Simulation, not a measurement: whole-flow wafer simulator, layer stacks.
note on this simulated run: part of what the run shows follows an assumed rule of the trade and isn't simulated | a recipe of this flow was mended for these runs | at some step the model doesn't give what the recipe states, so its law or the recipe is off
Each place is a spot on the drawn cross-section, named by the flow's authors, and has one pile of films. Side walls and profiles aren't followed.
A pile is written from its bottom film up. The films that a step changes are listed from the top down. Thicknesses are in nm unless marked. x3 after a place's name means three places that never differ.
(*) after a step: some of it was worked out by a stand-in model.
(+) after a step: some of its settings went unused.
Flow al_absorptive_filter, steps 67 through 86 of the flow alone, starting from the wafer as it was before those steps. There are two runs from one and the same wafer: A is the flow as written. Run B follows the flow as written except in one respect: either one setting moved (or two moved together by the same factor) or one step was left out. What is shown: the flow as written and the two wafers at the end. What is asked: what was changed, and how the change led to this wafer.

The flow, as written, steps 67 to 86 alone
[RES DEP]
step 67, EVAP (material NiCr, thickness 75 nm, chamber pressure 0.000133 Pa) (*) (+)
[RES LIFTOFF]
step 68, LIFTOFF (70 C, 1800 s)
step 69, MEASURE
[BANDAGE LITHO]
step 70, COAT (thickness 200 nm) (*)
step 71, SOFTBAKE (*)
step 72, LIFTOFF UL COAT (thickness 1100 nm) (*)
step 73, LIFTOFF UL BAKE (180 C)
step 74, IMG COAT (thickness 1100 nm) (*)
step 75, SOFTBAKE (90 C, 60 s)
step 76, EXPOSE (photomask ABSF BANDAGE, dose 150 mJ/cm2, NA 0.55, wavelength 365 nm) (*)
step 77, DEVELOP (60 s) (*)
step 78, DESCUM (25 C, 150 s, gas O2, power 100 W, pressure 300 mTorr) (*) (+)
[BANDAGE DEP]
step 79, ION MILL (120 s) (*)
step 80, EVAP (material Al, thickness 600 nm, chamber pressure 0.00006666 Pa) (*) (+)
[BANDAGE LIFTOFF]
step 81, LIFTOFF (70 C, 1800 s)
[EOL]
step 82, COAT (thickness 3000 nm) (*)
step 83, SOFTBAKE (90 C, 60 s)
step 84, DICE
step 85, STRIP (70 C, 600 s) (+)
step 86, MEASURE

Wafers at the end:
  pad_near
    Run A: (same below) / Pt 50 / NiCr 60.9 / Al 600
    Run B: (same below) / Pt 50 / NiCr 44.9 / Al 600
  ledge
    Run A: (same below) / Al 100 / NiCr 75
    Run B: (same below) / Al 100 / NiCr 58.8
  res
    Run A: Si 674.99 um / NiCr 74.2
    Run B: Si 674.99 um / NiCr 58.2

Cause: step 67, EVAP: thickness 58.8 nm was run, while the flow as written has thickness 75 nm.
The wafer itself shows it: ledge has NiCr 58.8, and step 67 as written asks for 75 nm.

Step by step, how the change led to this:
  step 67, EVAP (material NiCr, thickness 75 nm, chamber pressure 0.000133 Pa) (*) (+)
      gnd, pad_far, ledge and 9 more: A NiCr gains 75 (new film) | B NiCr gains 58.8 (new film)
      pad_near, res: A NiCr gains 74.2 (new film) | B NiCr gains 58.2 (new film)
  step 68, LIFTOFF (70 C, 1800 s)
      xa_field, xl_land, idc_field: A NiCr loses 75 (all of it), i-line-resist loses 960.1 (all of it), lift-off-underlayer loses 1100 (all of it), acrylic-e-beam-resist loses 200 (all of it) | B NiCr loses 58.8 (all of it), i-line-resist loses 960.1 (all of it), lift-off-underlayer loses 1100 (all of it), acrylic-e-beam-resist loses 200 (all of it)
      gnd: A NiCr loses 75 (all of it), i-line-resist loses 959.5 (all of it), lift-off-underlayer loses 1100.9 (all of it), acrylic-e-beam-resist loses 200.6 (all of it) | B NiCr loses 58.8 (all of it), i-line-resist loses 959.5 (all of it), lift-off-underlayer loses 1100.9 (all of it), acrylic-e-beam-resist loses 200.6 (all of it)
      (and at 7 other places as well)
  step 83, SOFTBAKE (90 C, 60 s)
      gnd: A i-line-resist gains 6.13 | B i-line-resist gains 5.55
      ledge: A i-line-resist loses 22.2 | B i-line-resist loses 21.1
      (and at 1 other place as well)
